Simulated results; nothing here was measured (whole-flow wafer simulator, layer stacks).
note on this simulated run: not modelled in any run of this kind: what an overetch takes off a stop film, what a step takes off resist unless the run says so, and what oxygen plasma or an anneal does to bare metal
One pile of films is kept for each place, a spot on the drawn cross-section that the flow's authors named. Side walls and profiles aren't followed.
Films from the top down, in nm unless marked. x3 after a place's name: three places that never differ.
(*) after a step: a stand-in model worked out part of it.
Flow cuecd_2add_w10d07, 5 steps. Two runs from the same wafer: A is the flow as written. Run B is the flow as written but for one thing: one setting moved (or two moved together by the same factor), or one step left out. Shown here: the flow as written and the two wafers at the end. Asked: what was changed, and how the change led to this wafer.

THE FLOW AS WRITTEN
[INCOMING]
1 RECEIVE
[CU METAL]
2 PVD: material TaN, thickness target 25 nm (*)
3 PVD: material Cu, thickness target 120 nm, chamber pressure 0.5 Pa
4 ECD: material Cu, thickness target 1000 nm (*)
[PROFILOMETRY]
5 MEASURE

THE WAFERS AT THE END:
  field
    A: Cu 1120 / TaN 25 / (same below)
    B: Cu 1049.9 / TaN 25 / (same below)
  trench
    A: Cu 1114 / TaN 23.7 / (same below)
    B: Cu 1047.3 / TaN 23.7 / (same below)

The cause: step 3, PVD: thickness target 49.9 nm was run, where the flow has thickness target 120 nm.

How the change led to this, step by step:
  3 PVD: material Cu, thickness target 120 nm, chamber pressure 0.5 Pa
      field: A Cu +120 (new film) | B Cu +49.9 (new film)
      trench: A Cu +114 (new film) | B Cu +47.3 (new film)
